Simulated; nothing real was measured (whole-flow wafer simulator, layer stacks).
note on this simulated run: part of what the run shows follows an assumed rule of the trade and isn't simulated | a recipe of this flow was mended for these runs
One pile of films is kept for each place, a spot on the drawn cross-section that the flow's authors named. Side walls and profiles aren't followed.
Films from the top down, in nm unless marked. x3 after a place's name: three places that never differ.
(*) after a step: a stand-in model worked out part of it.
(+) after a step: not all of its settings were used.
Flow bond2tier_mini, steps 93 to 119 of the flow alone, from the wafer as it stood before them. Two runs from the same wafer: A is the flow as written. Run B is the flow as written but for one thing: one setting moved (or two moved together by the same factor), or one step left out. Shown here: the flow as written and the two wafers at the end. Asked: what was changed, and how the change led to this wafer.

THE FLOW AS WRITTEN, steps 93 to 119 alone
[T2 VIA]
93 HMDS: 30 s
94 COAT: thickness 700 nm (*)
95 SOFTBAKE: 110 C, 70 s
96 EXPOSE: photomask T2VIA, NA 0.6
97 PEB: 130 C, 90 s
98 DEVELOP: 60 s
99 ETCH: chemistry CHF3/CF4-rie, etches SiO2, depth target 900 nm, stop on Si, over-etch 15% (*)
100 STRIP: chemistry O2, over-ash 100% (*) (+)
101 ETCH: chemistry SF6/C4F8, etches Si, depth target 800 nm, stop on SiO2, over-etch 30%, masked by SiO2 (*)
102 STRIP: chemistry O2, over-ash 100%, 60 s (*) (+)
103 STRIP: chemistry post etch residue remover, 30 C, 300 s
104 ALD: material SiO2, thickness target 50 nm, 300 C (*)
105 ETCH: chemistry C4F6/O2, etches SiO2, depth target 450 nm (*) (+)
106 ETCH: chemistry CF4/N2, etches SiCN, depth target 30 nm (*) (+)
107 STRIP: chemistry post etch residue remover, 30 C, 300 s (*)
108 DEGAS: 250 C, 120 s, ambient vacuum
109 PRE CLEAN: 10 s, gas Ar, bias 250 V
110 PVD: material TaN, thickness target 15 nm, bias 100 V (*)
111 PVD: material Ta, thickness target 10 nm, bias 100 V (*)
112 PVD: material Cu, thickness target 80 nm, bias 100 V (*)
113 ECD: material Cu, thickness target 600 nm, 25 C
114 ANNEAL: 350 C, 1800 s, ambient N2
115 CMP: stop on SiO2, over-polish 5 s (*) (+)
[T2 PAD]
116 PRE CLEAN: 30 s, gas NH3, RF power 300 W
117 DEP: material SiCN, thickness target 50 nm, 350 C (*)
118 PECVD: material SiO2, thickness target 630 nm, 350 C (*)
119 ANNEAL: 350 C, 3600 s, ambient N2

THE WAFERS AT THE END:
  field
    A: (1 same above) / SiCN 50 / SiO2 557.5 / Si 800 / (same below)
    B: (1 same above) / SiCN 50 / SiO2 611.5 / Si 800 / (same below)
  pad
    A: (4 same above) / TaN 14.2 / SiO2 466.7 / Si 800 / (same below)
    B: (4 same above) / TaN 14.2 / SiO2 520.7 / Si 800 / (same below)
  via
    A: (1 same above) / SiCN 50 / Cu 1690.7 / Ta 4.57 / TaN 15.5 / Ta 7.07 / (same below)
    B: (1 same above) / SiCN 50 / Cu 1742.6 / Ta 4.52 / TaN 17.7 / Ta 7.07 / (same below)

The cause: step 105, ETCH: depth target 396 nm was run, where the flow has depth target 450 nm.

How the change led to this, step by step:
  105 ETCH: chemistry C4F6/O2, etches SiO2, depth target 450 nm (*) (+)
      field, pad: A SiO2 -450 | B SiO2 -396
      via: A SiO2 -348.1 (all of it), SiCN -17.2 | B SiO2 -348.1 (all of it), SiCN -8.07
  106 ETCH: chemistry CF4/N2, etches SiCN, depth target 30 nm (*) (+)
      via: A SiCN -17.6 (all of it), TaN -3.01 | B SiCN -26.8 (all of it), TaN -0.79
  113 ECD: material Cu, thickness target 600 nm, 25 C
      via: A Cu +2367 | B Cu +2419.3
